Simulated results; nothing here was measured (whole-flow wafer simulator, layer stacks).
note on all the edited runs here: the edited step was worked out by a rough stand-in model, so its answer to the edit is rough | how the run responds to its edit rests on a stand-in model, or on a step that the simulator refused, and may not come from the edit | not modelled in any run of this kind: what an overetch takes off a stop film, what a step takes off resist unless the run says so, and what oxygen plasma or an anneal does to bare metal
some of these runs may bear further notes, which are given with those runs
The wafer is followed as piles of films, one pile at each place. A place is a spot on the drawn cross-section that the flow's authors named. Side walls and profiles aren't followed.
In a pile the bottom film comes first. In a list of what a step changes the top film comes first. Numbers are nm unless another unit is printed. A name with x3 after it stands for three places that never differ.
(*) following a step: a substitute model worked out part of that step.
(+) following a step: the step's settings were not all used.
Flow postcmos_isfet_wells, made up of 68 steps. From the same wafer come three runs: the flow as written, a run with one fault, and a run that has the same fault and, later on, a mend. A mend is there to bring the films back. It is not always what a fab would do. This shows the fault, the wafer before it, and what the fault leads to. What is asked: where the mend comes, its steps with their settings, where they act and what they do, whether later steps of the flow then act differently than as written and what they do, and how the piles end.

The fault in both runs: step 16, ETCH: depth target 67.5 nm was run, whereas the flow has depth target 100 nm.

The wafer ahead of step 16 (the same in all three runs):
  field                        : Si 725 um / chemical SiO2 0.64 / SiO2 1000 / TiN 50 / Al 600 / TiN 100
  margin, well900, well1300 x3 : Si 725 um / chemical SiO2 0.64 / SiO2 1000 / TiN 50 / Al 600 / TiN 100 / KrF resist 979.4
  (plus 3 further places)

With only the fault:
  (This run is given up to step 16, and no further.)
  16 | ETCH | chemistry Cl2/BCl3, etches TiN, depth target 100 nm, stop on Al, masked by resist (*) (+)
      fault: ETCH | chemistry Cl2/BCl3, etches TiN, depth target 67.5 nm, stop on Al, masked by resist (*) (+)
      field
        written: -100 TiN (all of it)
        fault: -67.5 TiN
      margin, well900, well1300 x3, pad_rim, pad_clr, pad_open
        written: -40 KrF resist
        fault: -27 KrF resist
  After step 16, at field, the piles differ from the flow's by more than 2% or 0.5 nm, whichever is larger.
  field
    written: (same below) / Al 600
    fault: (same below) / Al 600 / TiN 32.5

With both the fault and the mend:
  After step 16 comes the mend.
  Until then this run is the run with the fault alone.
  16a | ETCH | chemistry Cl2/BCl3, etches TiN, depth target 32.5 nm, stop on Al, masked by resist (the flow's step 16 again, with other settings)
      margin, well900, well1300 x3, pad_rim, pad_clr, pad_open
        -13 KrF resist
      field
        -32.5 TiN (all of it)
  Every later step of the flow that is run acts as written at every place that is followed.
  At every place that both follow, the piles at the end match the flow's.
